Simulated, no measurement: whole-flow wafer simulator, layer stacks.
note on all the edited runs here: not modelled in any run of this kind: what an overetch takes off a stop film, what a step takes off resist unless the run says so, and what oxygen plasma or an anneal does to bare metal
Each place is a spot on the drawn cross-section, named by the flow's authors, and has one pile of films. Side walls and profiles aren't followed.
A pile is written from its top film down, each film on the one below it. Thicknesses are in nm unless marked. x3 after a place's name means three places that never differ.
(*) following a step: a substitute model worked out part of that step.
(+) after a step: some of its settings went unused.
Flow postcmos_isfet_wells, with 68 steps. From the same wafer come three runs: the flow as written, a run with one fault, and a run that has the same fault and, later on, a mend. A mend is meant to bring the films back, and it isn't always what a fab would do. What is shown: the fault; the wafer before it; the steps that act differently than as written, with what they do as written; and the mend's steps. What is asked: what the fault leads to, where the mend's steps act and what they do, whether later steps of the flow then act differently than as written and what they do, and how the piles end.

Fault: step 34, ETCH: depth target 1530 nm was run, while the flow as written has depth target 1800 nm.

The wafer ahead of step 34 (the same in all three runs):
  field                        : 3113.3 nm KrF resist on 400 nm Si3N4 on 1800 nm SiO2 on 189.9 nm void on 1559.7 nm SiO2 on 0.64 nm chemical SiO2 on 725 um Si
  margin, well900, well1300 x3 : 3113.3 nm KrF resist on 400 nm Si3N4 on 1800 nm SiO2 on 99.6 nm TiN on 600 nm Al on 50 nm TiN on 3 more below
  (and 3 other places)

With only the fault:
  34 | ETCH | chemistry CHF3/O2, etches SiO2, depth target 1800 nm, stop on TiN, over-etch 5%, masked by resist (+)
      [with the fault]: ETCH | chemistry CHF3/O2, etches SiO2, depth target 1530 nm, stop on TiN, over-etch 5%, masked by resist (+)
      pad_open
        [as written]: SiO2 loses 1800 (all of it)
        [with the fault]: SiO2 loses 1530
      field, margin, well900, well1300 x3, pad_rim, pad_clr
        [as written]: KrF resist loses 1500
        [with the fault]: KrF resist loses 1275
  Later steps of the flow acting differently than as written (not shown: 2 more steps that differ only slightly, by at most 2% or 0.5 nm, whichever is larger):
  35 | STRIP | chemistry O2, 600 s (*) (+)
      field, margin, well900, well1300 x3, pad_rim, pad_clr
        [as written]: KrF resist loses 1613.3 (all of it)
        [with the fault]: KrF resist loses 1838.3 (all of it)
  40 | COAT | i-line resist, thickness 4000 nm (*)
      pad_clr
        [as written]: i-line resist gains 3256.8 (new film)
        [with the fault]: i-line resist gains 3341.4 (new film)
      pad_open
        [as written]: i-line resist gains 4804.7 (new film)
        [with the fault]: i-line resist gains 4707.7 (new film)
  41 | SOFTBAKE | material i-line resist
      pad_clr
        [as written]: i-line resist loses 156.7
        [with the fault]: i-line resist loses 130.1
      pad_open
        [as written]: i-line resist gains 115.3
        [with the fault]: i-line resist gains 103.2
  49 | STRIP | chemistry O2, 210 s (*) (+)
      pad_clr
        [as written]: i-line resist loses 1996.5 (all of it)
        [with the fault]: i-line resist loses 2107.7 (all of it)
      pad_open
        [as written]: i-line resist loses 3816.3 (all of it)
        [with the fault]: i-line resist loses 3707.3 (all of it)
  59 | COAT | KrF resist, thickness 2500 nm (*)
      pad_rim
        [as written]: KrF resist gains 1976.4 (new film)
        [with the fault]: KrF resist gains 2037.9 (new film)
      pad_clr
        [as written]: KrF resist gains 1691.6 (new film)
        [with the fault]: KrF resist gains 1782.5 (new film)
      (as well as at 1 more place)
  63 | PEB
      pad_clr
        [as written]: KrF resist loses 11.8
        [with the fault]: KrF resist loses 12.5
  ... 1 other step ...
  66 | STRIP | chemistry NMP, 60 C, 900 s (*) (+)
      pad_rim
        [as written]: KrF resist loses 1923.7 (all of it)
        [with the fault]: KrF resist loses 1984.6 (all of it)
  The piles end different from the flow's at pad_open by more than 2% or 0.5 nm, whichever is larger.
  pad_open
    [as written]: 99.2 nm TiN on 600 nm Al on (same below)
    [with the fault]: 270 nm SiO2 on 99.6 nm TiN on 600 nm Al on (same below)

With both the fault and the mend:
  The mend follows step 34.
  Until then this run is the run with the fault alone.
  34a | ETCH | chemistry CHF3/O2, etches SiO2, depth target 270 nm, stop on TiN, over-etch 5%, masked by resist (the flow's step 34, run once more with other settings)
      field, margin, well900, well1300 x3, pad_rim, pad_clr
        KrF resist loses 225
      pad_open
        SiO2 loses 270 (all of it)
  Every later step of the flow that is run acts as written at every place that is followed.
  The piles end the same as the flow's at every place that both follow.
